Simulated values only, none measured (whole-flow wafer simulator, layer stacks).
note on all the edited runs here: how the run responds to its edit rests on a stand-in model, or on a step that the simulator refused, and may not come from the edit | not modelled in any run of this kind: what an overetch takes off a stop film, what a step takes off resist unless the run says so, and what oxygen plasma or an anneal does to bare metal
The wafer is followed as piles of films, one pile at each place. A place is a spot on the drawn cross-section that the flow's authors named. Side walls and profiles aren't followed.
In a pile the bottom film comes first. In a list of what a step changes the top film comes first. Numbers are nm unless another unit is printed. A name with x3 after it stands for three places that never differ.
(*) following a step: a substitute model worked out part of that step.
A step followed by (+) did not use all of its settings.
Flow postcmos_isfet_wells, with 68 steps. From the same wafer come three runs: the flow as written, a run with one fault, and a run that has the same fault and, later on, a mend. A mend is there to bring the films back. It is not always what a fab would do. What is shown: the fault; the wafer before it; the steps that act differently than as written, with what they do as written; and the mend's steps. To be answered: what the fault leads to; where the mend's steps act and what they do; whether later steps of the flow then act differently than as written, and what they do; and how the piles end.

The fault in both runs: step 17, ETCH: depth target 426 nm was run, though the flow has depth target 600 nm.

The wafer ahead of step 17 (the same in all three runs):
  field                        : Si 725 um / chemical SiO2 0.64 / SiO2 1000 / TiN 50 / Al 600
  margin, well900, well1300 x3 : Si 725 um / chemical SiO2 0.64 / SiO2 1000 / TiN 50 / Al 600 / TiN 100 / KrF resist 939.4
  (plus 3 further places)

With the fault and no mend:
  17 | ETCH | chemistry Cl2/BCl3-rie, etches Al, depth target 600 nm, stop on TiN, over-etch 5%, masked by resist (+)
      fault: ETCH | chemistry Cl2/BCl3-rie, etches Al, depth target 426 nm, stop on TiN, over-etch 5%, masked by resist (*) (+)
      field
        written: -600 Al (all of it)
        fault: -426 Al
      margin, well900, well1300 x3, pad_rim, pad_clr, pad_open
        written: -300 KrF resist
        fault: -213 KrF resist
  Steps further on in the flow that do not act as written:
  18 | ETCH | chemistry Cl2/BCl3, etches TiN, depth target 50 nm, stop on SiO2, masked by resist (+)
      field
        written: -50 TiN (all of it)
        fault: -50 Al
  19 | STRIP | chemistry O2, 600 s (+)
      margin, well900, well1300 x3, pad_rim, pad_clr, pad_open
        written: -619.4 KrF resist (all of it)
        fault: -706.4 KrF resist (all of it)
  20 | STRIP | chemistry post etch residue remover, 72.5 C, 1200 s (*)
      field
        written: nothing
        fault: -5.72 Al
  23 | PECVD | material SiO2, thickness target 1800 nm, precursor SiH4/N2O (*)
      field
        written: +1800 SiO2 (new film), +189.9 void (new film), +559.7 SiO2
        fault: +2381.3 SiO2 (new film)
  At field, the piles at the end differ from the flow's by more than 2% or 0.5 nm, whichever is larger.
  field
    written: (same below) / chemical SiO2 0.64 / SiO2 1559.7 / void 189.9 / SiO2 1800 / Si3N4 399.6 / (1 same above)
    fault: (same below) / chemical SiO2 0.64 / SiO2 1000 / TiN 50 / Al 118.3 / SiO2 2381.3 / Si3N4 399.6 / (1 same above)

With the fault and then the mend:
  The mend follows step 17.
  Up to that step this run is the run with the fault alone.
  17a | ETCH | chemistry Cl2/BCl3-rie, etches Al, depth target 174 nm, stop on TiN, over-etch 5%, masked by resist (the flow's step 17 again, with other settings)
      margin, well900, well1300 x3, pad_rim, pad_clr, pad_open
        -87 KrF resist
      field
        -174 Al (all of it)
  None of the later steps of the flow acts differently than as written at any place that is followed.
  At every place that both follow, the piles at the end match the flow's.
